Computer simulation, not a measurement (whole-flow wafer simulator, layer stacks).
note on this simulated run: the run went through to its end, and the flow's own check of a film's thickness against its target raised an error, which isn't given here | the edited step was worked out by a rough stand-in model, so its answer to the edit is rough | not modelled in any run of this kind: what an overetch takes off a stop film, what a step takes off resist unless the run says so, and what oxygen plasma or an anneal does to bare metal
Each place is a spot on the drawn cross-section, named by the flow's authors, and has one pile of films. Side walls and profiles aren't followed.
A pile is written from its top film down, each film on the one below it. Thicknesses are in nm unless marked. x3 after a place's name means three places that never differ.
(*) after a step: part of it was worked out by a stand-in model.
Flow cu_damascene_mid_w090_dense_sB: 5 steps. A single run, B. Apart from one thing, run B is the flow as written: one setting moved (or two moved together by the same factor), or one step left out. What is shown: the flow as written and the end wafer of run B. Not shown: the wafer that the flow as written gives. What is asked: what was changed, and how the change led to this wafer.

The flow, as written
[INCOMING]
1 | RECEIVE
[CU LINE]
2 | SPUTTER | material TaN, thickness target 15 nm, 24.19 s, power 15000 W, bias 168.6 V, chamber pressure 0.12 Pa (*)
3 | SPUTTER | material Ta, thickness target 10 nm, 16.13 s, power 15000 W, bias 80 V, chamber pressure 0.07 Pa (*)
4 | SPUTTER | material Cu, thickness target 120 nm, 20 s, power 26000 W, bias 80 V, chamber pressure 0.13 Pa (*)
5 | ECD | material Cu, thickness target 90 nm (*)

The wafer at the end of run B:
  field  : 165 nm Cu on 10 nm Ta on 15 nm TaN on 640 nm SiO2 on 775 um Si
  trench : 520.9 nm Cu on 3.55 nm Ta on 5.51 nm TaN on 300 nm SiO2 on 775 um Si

What caused this: step 5, ECD: thickness target 45 nm was run, though the flow has thickness target 90 nm.

The path from the change to this, step by step:
  5 | ECD | material Cu, thickness target 90 nm (*)
      field: +45 Cu (as written it would have been: +90 Cu)
      trench: +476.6 Cu (as written it would have been: +521.6 Cu)
